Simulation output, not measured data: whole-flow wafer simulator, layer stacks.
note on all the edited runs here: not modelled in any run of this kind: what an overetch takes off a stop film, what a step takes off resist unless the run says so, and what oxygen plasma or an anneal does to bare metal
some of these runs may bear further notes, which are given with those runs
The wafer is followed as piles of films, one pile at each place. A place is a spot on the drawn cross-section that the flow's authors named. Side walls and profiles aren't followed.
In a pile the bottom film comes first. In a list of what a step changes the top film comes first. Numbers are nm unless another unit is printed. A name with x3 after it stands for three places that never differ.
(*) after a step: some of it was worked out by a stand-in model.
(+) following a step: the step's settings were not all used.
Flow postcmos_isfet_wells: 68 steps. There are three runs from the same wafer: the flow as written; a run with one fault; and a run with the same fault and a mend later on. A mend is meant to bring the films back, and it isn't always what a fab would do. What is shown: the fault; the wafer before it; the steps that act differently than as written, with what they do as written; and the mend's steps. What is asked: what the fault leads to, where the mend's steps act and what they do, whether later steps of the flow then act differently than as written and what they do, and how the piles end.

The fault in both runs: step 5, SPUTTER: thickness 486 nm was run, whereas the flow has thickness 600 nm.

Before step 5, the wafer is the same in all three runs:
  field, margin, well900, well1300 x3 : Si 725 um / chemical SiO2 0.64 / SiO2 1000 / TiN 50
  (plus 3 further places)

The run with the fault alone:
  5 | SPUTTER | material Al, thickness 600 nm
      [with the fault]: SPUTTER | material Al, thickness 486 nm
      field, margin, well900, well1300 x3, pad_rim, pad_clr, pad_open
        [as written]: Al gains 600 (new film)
        [with the fault]: Al gains 486 (new film)
  Steps later in the flow that act otherwise than as written:
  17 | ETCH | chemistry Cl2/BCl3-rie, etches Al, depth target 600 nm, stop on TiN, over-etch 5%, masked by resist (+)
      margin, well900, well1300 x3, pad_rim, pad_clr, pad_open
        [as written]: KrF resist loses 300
        [with the fault]: KrF resist loses 255.1
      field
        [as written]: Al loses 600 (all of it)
        [with the fault]: Al loses 486 (all of it)
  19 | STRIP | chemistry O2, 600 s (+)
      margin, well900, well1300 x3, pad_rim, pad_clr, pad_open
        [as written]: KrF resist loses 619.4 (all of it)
        [with the fault]: KrF resist loses 664.2 (all of it)
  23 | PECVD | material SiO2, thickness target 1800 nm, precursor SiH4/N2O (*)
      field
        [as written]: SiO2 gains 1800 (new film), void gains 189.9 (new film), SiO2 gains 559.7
        [with the fault]: SiO2 gains 2435.6
  By the end, the piles at field, margin, well900, well1300 x3, pad_rim, pad_clr, pad_open depart from the flow's by more than 2% or 0.5 nm, whichever is larger.
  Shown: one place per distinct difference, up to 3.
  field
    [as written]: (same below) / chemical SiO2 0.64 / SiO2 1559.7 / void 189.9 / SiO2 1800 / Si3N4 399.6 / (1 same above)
    [with the fault]: (same below) / chemical SiO2 0.64 / SiO2 3435.6 / Si3N4 399.6 / (1 same above)
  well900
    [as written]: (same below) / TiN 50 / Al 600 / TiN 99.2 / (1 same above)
    [with the fault]: (same below) / TiN 50 / Al 486 / TiN 99.2 / (1 same above)
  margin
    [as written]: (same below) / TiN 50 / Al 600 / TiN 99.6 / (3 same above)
    [with the fault]: (same below) / TiN 50 / Al 486 / TiN 99.6 / (3 same above)

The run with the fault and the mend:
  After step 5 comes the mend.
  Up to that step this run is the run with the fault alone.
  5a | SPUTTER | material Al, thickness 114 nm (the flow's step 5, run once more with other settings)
      field, margin, well900, well1300 x3, pad_rim, pad_clr, pad_open
        Al gains 114
  Every later step of the flow that is run acts as written at every place that is followed.
  The piles end the same as the flow's at every place that both follow.
